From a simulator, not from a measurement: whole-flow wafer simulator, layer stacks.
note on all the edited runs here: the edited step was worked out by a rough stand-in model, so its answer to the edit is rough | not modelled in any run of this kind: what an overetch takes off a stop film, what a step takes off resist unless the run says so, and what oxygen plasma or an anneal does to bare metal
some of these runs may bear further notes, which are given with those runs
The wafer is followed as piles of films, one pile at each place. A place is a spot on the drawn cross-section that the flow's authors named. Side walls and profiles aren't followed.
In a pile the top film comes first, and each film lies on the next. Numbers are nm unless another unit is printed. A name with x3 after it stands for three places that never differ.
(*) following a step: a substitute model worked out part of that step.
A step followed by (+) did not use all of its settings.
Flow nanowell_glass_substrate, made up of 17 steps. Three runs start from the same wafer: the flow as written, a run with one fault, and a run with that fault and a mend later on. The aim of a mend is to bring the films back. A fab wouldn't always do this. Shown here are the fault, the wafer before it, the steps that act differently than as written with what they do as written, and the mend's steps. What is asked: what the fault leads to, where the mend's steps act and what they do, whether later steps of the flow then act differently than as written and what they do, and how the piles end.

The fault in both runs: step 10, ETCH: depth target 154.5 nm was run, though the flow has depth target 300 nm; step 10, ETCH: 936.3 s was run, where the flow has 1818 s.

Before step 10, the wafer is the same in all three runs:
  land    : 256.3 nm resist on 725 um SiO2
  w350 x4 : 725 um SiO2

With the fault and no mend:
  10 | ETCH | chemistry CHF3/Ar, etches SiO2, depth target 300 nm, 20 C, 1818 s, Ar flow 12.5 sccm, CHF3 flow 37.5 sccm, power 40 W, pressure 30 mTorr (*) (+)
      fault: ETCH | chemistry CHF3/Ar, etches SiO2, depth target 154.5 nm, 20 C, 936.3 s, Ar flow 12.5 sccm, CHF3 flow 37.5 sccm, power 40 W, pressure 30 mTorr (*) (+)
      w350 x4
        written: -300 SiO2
        fault: -154.5 SiO2
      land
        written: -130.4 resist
        fault: -67.2 resist
  Steps further on in the flow that do not act as written:
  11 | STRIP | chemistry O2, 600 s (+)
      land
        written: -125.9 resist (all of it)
        fault: -189.2 resist (all of it)
  The piles end only slightly different from the flow's at the places that both follow, by no more than 2% or 0.5 nm, whichever is larger.

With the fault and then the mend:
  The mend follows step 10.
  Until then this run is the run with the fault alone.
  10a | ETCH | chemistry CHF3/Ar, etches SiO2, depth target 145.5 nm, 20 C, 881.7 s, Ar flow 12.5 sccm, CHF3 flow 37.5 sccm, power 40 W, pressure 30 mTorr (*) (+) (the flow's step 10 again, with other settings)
      w350 x4
        -145.5 SiO2
      land
        -63.3 resist
  Every later step of the flow that is run acts as written at every place that is followed.
  At every place that both follow, the piles at the end match the flow's.
